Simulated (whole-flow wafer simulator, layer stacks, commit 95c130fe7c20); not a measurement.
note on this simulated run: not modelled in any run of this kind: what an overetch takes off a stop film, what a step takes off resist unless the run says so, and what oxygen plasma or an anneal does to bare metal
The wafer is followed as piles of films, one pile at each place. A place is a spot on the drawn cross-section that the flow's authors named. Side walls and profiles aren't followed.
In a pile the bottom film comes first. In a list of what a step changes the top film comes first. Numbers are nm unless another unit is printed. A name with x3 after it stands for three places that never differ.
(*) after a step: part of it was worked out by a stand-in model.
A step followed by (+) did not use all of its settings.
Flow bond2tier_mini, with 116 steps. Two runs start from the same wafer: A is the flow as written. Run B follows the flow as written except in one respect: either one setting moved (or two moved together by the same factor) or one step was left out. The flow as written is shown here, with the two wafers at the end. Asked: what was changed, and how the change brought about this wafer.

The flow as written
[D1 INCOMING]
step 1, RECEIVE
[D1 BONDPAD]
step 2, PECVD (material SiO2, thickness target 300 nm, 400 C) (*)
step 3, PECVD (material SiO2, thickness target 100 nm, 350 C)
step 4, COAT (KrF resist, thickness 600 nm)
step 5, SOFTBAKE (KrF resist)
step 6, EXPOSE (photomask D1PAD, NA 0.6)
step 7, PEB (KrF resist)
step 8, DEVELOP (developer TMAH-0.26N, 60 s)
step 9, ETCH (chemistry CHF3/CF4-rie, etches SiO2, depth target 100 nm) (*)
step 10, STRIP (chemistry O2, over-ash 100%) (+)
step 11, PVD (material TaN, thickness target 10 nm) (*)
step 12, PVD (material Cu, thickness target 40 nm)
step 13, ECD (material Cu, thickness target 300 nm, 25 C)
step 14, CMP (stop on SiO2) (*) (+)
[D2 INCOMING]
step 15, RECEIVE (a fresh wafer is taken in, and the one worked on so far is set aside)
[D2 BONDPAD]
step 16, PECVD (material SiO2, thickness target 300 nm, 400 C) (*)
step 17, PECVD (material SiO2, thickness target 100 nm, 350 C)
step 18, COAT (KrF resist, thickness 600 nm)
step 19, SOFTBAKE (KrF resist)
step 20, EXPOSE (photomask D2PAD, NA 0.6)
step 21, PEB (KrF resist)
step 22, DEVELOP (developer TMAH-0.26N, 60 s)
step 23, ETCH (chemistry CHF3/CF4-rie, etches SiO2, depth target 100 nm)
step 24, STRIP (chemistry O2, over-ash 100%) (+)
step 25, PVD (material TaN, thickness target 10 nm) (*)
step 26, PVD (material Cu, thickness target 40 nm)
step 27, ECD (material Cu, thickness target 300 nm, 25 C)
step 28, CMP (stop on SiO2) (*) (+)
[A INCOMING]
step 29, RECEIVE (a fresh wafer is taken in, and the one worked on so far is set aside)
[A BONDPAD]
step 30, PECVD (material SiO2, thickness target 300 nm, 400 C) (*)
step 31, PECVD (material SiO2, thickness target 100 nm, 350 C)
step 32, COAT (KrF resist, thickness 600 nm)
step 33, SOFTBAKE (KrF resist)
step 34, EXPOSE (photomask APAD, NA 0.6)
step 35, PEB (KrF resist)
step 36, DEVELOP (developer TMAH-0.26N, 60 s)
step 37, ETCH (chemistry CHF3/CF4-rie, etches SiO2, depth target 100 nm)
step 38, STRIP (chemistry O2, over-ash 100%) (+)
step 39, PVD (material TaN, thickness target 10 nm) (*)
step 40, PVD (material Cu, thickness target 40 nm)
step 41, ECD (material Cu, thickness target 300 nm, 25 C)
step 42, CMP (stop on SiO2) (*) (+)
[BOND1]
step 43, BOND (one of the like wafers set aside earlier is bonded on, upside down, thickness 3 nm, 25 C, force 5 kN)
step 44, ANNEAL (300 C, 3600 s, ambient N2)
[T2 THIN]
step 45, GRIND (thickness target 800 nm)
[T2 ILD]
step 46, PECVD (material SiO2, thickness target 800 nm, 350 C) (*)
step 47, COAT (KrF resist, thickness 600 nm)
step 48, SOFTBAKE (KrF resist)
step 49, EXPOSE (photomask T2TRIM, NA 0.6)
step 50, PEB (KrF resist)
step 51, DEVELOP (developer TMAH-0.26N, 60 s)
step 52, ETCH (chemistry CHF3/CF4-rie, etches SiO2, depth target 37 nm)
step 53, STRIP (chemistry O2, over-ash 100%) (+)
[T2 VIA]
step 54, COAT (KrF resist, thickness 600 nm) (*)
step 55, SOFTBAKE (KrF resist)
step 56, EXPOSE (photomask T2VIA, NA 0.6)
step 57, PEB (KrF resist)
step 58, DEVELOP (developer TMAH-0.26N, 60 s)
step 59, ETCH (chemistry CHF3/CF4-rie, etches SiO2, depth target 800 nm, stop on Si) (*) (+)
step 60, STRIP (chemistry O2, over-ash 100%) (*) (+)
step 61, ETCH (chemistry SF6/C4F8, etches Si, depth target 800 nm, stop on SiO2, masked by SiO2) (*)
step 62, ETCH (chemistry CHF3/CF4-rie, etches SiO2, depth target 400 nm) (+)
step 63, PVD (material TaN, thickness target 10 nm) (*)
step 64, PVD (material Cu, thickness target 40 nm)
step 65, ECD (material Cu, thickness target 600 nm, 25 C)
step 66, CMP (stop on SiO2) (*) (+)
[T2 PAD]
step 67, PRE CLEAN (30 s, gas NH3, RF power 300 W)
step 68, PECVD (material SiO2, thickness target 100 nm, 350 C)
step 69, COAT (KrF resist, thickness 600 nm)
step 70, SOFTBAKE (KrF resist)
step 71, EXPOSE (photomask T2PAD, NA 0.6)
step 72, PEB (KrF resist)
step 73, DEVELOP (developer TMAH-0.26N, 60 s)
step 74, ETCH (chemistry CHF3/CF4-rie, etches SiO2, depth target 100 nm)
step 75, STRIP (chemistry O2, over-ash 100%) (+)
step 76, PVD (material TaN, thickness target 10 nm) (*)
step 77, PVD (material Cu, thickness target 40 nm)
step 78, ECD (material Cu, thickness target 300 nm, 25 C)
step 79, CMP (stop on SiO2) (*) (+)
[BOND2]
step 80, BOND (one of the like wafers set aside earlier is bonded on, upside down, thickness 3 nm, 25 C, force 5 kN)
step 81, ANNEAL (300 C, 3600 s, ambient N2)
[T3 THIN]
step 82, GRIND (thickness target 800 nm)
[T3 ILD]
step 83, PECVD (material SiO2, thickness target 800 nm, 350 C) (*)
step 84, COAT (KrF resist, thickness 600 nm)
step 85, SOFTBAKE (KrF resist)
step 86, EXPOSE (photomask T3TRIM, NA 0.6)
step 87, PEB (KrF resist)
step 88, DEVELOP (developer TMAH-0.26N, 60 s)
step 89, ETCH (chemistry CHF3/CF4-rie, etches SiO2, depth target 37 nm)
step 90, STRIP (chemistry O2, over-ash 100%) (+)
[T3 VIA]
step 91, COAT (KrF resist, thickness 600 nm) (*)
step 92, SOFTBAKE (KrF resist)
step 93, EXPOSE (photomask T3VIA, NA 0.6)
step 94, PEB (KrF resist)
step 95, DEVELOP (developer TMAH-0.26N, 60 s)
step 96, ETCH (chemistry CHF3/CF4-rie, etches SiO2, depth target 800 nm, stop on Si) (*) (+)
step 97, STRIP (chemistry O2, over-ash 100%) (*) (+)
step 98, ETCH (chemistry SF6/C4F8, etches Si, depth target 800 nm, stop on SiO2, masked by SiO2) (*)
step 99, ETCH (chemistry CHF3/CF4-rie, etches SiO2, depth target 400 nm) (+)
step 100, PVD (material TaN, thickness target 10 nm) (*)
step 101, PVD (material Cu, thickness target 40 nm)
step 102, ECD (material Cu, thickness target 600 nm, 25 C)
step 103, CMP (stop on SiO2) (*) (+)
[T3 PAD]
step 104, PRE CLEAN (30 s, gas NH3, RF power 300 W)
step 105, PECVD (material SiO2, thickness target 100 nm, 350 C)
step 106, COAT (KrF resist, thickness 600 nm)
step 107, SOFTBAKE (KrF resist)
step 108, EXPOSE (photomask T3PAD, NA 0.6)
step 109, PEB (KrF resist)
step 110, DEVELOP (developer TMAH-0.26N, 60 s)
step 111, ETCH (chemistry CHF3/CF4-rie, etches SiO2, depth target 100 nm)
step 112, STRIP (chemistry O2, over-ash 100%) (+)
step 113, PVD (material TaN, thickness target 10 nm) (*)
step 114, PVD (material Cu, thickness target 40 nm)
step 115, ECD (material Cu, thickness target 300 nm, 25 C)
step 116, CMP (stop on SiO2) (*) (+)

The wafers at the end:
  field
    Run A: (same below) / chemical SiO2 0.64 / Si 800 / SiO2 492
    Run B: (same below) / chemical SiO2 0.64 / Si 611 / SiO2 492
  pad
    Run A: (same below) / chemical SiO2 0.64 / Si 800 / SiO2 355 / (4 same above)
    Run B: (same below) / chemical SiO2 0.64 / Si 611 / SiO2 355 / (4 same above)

The reason: step 82, GRIND: thickness target 611 nm was run, though the flow has thickness target 800 nm.
One can read it off the wafer: field has Si 611, and step 82 as written asks for 800 nm.

How this came from the change, step by step:
  step 82, GRIND (thickness target 800 nm)
      field, pad: A -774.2 um Si | B -774.39 um Si
